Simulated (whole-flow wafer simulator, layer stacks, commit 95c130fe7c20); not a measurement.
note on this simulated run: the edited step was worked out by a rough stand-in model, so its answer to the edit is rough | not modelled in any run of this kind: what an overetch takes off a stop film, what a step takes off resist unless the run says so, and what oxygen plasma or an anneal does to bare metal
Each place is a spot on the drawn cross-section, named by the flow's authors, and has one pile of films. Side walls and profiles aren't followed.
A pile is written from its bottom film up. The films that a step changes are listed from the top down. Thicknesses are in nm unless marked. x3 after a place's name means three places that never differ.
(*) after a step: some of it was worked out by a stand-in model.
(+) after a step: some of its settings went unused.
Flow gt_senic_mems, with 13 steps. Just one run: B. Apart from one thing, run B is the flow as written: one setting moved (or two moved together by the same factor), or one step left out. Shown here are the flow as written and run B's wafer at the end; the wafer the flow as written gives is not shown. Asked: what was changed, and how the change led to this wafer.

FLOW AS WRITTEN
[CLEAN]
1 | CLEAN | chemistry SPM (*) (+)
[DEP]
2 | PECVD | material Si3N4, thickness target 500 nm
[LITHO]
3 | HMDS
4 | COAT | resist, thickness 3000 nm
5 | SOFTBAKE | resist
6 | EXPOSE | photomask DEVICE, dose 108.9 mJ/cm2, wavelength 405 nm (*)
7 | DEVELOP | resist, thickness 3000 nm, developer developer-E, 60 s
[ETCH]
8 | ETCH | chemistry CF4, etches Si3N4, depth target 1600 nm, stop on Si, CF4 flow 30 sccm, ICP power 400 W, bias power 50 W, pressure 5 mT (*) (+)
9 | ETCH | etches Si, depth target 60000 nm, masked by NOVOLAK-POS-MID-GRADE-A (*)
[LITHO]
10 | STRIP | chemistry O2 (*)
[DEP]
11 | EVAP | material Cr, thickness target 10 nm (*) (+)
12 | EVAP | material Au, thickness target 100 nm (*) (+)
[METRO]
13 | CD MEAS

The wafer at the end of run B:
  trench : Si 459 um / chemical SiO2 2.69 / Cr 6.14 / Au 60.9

The reason: step 9, ETCH: depth target 66000 nm was run, while the flow as written has depth target 60000 nm.

Step by step, how the change led to this:
  9 | ETCH | etches Si, depth target 60000 nm, masked by NOVOLAK-POS-MID-GRADE-A (*)
      field: resist loses 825 (it would be, as written: resist loses 750)
      trench: Si loses 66 um (it would be, as written: Si loses 60 um)
  10 | STRIP | chemistry O2 (*)
      field: resist loses 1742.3 (all of it) (it would be, as written: resist loses 1817.3 (all of it))
  12 | EVAP | material Au, thickness target 100 nm (*) (+)
      trench: Au gains 60.9 (new film) (it would be, as written: Au gains 64.1 (new film))
